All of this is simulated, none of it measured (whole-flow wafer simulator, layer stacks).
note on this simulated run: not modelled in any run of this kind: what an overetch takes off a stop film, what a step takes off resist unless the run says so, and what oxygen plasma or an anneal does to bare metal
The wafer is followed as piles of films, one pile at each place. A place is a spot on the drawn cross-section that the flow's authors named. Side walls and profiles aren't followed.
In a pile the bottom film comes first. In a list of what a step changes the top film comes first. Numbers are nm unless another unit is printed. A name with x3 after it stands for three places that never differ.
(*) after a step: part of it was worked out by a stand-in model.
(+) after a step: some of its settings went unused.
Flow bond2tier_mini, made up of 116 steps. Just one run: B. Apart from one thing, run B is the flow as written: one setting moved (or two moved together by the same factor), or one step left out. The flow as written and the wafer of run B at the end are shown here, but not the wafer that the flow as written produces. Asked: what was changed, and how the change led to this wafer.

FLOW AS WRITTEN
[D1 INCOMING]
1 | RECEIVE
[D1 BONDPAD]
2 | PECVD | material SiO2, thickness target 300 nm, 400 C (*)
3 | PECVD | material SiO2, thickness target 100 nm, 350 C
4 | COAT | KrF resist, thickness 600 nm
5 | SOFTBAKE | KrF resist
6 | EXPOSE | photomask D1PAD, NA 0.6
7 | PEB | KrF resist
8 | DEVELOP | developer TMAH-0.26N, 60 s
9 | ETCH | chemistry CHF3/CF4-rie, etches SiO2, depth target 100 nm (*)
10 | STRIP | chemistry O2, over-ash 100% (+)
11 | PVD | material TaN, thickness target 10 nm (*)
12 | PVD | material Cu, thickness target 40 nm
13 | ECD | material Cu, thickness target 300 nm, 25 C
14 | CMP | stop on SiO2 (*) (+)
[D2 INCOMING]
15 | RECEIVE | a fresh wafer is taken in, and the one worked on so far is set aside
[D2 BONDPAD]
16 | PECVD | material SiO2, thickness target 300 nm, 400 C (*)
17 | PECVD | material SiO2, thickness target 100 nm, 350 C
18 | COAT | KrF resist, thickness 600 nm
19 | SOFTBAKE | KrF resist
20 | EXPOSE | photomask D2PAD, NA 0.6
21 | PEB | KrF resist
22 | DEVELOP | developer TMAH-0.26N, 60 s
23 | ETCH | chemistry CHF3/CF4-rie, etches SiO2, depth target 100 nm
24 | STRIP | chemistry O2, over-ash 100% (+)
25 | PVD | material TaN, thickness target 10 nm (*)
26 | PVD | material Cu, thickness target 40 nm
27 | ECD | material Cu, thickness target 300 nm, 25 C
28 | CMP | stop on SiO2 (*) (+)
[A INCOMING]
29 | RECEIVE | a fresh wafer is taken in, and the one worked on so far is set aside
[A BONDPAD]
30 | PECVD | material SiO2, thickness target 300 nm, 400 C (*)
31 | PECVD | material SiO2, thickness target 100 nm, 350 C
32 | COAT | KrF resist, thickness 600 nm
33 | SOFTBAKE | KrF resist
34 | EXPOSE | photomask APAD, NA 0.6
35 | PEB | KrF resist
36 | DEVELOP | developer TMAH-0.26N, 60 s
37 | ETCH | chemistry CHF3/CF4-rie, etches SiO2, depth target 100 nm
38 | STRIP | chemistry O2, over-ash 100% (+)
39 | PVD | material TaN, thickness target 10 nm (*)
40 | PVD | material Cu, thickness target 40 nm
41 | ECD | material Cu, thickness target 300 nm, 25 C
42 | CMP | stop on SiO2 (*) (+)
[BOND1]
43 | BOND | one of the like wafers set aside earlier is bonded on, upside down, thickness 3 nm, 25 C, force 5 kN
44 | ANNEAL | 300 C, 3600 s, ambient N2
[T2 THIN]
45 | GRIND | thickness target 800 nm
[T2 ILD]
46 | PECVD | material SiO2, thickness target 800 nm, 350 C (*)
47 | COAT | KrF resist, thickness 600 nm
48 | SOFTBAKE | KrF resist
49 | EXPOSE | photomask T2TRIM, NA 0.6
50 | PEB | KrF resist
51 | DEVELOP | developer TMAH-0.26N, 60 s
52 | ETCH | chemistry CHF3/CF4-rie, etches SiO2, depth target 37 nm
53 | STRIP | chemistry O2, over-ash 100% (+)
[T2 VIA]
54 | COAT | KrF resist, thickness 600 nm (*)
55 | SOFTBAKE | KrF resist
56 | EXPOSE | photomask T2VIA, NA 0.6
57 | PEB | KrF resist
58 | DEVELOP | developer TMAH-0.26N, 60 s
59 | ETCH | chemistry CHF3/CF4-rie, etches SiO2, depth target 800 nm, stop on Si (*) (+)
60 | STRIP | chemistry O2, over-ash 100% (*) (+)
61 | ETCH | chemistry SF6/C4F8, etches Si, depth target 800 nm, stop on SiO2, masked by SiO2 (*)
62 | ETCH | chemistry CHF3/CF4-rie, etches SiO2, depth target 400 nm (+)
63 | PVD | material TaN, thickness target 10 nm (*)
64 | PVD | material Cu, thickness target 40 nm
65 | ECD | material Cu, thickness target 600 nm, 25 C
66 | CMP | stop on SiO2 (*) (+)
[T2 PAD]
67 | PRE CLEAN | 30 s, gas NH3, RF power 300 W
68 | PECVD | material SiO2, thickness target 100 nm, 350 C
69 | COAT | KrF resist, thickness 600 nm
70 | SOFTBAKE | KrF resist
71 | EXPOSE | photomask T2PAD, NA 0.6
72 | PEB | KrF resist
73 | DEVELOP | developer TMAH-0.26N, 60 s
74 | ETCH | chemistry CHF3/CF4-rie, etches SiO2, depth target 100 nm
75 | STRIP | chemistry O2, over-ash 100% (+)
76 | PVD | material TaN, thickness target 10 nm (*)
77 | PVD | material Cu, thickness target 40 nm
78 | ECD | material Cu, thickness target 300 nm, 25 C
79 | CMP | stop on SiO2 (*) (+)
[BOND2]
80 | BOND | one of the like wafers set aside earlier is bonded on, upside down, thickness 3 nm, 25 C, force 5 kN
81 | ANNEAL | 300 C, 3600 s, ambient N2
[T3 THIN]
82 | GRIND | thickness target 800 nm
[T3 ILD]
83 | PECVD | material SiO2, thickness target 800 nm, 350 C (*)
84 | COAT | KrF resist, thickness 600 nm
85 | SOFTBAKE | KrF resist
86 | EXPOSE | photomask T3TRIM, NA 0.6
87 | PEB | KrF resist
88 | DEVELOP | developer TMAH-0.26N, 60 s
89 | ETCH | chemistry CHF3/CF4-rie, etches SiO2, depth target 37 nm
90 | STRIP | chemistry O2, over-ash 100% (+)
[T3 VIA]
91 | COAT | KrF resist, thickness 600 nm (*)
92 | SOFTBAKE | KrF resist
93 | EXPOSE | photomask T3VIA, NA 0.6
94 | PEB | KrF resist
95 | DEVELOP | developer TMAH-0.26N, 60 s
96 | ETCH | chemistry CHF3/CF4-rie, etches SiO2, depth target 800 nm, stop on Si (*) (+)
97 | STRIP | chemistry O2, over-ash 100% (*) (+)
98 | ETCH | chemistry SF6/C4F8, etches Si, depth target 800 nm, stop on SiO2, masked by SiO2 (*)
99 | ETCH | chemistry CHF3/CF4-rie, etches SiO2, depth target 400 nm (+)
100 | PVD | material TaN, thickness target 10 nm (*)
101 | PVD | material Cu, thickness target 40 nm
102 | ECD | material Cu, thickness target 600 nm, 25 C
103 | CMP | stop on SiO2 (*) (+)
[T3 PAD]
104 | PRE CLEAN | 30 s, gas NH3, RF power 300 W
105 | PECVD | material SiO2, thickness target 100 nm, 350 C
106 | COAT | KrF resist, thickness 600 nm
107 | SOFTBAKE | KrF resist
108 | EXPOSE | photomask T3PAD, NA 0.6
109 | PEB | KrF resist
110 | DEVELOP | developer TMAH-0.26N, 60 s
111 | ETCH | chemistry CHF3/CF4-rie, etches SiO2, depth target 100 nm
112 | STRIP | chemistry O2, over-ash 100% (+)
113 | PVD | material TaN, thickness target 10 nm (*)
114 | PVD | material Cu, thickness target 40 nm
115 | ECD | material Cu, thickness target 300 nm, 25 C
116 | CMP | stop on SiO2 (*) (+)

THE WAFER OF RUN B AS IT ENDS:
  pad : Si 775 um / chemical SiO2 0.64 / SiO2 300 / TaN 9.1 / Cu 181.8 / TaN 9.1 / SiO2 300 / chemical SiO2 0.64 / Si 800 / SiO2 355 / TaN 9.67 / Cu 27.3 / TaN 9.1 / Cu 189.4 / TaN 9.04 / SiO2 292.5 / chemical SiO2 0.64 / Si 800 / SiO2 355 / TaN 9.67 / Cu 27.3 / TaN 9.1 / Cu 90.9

What caused this: step 23, ETCH: depth target 107.5 nm was run, though the flow has depth target 100 nm.

Step by step, how the change led to this:
  23 | ETCH | chemistry CHF3/CF4-rie, etches SiO2, depth target 100 nm
      pad, via: SiO2 loses 107.5 (it would be, as written: SiO2 loses 100)
      field: KrF resist loses 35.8 (it would be, as written: KrF resist loses 33.3)
  80 | BOND | one of the like wafers set aside earlier is bonded on, upside down, thickness 3 nm, 25 C, force 5 kN
      pad: Si gains 775 um (new film), chemical SiO2 gains 0.64 (new film), SiO2 gains 292.5 (new film), TaN gains 9.04 (new film), Cu gains 98.5 (it would be, as written: Si gains 775 um (new film), chemical SiO2 gains 0.64 (new film), SiO2 gains 300 (new film), TaN gains 9.1 (new film), Cu gains 90.9)
